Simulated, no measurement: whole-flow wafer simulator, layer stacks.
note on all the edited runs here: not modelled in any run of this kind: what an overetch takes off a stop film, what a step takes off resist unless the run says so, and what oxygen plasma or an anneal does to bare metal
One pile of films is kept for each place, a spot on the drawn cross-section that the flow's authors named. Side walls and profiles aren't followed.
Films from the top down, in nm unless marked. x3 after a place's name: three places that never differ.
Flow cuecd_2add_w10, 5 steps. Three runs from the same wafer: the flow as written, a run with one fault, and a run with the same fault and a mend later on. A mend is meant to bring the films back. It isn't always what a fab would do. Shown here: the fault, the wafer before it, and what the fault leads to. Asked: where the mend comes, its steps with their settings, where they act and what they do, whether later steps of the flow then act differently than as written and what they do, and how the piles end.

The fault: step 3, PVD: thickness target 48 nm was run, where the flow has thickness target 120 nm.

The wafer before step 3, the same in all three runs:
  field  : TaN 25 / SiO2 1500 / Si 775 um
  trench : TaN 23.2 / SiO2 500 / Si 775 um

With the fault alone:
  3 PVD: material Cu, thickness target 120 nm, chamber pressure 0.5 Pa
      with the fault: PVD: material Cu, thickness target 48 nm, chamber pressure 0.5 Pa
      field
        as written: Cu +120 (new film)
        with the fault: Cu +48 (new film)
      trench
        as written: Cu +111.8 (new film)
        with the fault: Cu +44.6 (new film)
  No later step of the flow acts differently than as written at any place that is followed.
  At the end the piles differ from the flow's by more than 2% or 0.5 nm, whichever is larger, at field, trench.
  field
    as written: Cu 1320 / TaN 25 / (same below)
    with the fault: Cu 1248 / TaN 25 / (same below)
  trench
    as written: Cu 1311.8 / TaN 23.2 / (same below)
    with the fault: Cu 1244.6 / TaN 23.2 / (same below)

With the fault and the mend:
  The mend comes after step 3.
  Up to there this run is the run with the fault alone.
  3a PVD: material Cu, thickness target 72 nm, chamber pressure 0.5 Pa (the flow's step 3 once more, with other settings)
      field
        Cu +72
      trench
        Cu +67
  No later step of the flow acts differently than as written at any place that is followed.
  At the end the piles differ from the flow's only slightly at the places that both follow, by at most 2% or 0.5 nm, whichever is larger.
